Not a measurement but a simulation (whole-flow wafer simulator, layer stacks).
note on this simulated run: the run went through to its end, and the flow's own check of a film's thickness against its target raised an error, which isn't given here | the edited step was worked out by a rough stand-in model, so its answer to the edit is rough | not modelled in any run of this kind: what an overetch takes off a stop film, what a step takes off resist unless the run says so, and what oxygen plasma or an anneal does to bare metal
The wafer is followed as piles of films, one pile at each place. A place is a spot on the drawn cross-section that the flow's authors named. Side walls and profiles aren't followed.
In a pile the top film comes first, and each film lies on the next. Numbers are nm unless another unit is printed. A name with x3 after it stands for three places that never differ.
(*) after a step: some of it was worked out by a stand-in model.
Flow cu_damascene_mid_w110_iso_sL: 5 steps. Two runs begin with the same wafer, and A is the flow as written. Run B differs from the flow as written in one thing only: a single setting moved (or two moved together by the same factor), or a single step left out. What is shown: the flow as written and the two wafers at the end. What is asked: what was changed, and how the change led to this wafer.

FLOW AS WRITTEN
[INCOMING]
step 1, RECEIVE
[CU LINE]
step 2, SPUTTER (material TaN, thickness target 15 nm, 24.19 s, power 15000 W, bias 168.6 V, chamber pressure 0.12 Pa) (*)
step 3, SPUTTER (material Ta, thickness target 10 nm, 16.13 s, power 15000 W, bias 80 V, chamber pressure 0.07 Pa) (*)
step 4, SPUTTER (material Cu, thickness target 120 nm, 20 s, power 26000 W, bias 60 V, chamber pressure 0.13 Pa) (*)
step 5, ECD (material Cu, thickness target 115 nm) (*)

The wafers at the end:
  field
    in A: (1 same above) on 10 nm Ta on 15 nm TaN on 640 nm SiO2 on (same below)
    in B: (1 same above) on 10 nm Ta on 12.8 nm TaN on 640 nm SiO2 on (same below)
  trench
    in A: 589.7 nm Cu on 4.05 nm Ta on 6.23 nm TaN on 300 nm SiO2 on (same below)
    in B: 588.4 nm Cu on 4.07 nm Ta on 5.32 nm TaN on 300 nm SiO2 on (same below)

Cause: step 2, SPUTTER: thickness target 12.8 nm was run, whereas the flow has thickness target 15 nm; step 2, SPUTTER: 20.56 s was run, where the flow has 24.19 s.
The wafer itself shows it: field has TaN 12.8, and step 2 as written asks for 15 nm.

Step by step, how the change led to this:
  step 2, SPUTTER (material TaN, thickness target 15 nm, 24.19 s, power 15000 W, bias 168.6 V, chamber pressure 0.12 Pa) (*)
      field: A +15 TaN (new film) | B +12.8 TaN (new film)
      trench: A +6.23 TaN (new film) | B +5.32 TaN (new film)
